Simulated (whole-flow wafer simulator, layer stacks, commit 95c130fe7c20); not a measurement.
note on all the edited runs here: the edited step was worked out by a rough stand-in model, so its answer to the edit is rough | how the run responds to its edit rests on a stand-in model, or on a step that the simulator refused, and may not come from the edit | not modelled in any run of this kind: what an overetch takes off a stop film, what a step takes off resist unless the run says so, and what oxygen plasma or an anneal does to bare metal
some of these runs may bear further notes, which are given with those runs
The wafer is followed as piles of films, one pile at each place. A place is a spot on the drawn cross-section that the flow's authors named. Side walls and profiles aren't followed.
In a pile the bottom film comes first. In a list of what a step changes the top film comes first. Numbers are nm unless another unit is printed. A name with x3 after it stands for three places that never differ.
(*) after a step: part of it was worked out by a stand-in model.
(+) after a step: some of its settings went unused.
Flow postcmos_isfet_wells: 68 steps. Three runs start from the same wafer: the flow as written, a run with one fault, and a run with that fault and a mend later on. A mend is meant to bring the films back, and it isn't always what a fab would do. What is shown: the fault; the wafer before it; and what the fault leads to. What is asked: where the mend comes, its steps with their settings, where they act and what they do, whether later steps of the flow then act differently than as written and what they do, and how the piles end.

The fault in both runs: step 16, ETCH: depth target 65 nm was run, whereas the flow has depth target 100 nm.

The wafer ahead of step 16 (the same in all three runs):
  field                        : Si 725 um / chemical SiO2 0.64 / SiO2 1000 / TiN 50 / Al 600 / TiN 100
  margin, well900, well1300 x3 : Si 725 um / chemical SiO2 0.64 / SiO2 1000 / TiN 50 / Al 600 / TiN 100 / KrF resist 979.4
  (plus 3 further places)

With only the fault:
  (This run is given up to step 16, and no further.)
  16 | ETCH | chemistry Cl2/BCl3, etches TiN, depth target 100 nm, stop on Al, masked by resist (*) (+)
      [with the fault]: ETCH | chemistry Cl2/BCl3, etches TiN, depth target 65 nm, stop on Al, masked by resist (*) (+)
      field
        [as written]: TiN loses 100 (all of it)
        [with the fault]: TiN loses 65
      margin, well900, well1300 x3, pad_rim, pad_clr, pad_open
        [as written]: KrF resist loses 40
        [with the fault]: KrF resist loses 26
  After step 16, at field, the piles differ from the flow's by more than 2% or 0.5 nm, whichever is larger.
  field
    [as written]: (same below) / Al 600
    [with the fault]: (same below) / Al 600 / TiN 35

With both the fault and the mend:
  The mend stands after step 16.
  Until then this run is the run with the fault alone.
  16a | ETCH | chemistry Cl2/BCl3, etches TiN, depth target 35 nm, stop on Al, masked by resist (a further turn of the flow's step 16, with different settings)
      margin, well900, well1300 x3, pad_rim, pad_clr, pad_open
        KrF resist loses 14
      field
        TiN loses 35 (all of it)
  None of the later steps of the flow acts differently than as written at any place that is followed.
  The piles end the same as the flow's at every place that both follow.
